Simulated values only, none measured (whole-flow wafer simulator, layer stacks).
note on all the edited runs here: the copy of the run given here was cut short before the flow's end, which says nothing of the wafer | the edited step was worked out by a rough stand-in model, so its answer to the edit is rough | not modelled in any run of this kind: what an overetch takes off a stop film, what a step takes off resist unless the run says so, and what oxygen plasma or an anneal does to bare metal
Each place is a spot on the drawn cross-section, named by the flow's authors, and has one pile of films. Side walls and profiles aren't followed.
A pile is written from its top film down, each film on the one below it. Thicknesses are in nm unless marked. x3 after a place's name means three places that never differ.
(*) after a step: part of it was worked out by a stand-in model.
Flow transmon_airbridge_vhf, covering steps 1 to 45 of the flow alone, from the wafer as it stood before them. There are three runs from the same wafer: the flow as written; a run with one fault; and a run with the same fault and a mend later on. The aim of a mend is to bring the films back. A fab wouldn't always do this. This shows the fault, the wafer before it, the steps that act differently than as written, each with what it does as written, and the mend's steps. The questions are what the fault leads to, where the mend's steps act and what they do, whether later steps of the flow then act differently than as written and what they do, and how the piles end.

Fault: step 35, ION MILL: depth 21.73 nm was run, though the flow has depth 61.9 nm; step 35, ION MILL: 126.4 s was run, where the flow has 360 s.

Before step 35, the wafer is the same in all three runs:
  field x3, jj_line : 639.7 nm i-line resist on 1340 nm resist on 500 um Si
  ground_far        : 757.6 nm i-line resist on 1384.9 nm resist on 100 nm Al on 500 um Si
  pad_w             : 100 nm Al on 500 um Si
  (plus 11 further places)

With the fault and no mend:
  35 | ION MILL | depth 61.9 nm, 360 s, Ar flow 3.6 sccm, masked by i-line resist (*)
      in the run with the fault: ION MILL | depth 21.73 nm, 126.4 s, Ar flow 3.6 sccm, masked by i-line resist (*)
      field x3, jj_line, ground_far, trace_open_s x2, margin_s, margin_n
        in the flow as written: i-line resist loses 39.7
        in the run with the fault: i-line resist loses 14
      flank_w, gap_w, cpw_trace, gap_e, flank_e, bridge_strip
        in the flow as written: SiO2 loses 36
        in the run with the fault: SiO2 loses 12.6
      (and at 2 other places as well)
  Steps later in the flow that act otherwise than as written (3 more steps, not shown, differ only slightly: by at most 2% or 0.5 nm, whichever is larger):
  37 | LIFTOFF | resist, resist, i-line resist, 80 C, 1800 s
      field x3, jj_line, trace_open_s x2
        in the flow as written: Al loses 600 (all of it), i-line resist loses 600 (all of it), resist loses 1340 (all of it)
        in the run with the fault: Al loses 600 (all of it), i-line resist loses 625.8 (all of it), resist loses 1340 (all of it)
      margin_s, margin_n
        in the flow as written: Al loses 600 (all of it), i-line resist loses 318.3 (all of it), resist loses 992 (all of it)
        in the run with the fault: Al loses 600 (all of it), i-line resist loses 344.1 (all of it), resist loses 992 (all of it)
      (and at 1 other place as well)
  At pad_w, flank_w, gap_w, cpw_trace, gap_e, flank_e, pad_e, bridge_strip, the piles at the end differ from the flow's by more than 2% or 0.5 nm, whichever is larger.
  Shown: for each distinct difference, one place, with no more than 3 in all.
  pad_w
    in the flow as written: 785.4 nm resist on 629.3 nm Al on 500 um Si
    in the run with the fault: 779 nm resist on 669.6 nm Al on 500 um Si
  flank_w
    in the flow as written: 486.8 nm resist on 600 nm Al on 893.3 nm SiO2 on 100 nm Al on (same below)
    in the run with the fault: 486.6 nm resist on 600 nm Al on 916.7 nm SiO2 on 100 nm Al on (same below)
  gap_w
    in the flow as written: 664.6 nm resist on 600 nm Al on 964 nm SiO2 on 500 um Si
    in the run with the fault: 663 nm resist on 600 nm Al on 987.4 nm SiO2 on 500 um Si

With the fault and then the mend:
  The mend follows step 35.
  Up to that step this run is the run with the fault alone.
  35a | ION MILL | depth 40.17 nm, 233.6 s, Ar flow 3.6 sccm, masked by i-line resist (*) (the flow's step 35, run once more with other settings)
      field x3, jj_line, ground_far, trace_open_s x2, margin_s, margin_n
        i-line resist loses 25.8
      flank_w, gap_w, cpw_trace, gap_e, flank_e, bridge_strip
        SiO2 loses 23.3
      pad_w, pad_e
        Al loses 40.2
  None of the later steps of the flow acts differently than as written at any place that is followed.
  At every place that both follow, the piles at the end match the flow's.
